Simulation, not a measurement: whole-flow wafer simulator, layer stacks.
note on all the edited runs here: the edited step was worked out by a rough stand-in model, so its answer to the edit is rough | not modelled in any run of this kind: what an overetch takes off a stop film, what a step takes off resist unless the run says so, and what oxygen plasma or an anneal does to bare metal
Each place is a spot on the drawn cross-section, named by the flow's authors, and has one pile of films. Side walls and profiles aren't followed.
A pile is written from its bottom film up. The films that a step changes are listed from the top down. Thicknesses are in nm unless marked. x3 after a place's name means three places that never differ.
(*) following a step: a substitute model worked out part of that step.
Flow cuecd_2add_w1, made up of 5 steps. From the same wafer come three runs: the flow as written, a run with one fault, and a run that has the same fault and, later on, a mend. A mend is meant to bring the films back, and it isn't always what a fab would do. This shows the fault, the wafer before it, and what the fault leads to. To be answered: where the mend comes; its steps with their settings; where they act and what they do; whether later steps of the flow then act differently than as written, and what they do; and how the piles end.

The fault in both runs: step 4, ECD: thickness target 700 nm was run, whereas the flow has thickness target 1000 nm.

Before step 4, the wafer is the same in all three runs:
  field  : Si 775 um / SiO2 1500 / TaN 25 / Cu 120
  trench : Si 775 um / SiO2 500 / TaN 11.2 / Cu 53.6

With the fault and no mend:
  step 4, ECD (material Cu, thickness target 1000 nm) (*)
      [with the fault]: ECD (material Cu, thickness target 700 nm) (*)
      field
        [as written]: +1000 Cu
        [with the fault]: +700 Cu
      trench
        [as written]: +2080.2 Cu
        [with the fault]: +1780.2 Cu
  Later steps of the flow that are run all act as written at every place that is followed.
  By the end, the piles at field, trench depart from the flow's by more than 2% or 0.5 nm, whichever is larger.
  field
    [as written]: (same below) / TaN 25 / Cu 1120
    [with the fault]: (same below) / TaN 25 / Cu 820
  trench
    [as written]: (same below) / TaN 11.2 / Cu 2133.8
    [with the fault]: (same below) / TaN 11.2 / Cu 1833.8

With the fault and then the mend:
  The mend stands after step 5.
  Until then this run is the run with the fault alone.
  step 5a, ECD (material Cu, thickness target 300 nm) (the flow's step 4, run once more with other settings)
      field, trench
        +300 Cu
  Later steps of the flow that are run all act as written at every place that is followed.
  The piles end the same as the flow's at every place that both follow.
